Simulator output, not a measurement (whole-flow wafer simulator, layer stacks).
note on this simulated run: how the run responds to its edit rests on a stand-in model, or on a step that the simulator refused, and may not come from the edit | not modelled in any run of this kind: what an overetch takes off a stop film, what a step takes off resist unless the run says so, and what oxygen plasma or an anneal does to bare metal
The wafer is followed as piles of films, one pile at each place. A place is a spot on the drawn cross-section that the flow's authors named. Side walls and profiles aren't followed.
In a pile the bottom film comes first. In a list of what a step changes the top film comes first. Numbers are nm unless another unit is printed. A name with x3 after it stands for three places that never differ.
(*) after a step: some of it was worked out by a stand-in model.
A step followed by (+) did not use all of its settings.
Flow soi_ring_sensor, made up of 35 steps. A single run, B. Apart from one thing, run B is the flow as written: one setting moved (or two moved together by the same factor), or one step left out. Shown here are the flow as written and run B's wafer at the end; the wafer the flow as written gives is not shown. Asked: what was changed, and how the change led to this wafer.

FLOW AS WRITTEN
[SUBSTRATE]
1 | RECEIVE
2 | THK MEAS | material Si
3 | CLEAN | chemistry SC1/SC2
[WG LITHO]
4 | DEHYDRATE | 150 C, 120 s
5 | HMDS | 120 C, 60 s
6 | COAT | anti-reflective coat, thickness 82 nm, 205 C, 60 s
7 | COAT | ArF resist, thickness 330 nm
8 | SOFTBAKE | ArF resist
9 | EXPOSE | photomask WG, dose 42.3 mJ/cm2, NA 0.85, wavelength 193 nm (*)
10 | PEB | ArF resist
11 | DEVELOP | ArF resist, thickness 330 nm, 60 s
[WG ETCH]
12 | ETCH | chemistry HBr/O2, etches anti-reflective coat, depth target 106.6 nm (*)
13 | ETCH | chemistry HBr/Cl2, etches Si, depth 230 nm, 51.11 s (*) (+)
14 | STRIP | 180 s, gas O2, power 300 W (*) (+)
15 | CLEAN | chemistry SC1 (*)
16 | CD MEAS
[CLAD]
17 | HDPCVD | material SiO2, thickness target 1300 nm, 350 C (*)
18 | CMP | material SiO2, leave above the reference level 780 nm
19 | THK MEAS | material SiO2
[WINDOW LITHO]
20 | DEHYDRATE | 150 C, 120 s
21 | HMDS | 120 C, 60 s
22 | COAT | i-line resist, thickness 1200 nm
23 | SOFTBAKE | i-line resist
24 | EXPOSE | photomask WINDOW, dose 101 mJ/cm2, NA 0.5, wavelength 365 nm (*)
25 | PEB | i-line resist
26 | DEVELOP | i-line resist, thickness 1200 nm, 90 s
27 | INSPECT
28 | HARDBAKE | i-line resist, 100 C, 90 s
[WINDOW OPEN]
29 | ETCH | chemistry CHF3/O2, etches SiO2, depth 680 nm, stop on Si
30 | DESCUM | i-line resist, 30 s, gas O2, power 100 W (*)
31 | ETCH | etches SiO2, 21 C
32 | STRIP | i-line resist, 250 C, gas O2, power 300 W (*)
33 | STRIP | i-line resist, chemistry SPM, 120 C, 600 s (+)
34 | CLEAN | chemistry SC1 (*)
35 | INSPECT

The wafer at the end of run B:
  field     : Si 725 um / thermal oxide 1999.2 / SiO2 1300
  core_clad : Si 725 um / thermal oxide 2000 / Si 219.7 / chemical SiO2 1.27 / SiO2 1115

The reason: step 18, CMP: leave above the reference level 1115 nm was run, though the flow has leave above the reference level 780 nm.
The wafer lets one read it off: core_clad has SiO2 1115, and step 18 as written asks for 780 nm.

How this came from the change, step by step:
  18 | CMP | material SiO2, leave above the reference level 780 nm
      gap, window, field, gap_clad: nothing (in the flow as written it would be: SiO2 loses 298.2)
      core, core_clad: SiO2 loses 185 (in the flow as written it would be: SiO2 loses 520)
  22 | COAT | i-line resist, thickness 1200 nm
      core, core_clad: i-line resist gains 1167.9 (new film) (in the flow as written it would be: i-line resist gains 1200 (new film))
  25 | PEB | i-line resist
      core, core_clad: i-line resist loses 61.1 (in the flow as written it would be: i-line resist loses 62.8)
  26 | DEVELOP | i-line resist, thickness 1200 nm, 90 s
      core: i-line resist loses 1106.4 (all of it) (in the flow as written it would be: i-line resist loses 1137.2 (all of it))
  31 | ETCH | etches SiO2, 21 C
      core: SiO2 loses 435 (all of it), chemical SiO2 loses 1.27 (all of it) (in the flow as written it would be: SiO2 loses 100 (all of it), chemical SiO2 loses 1.27 (all of it))
  32 | STRIP | i-line resist, 250 C, gas O2, power 300 W (*)
      core_clad: i-line resist loses 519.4 (all of it) (in the flow as written it would be: i-line resist loses 550.1 (all of it))
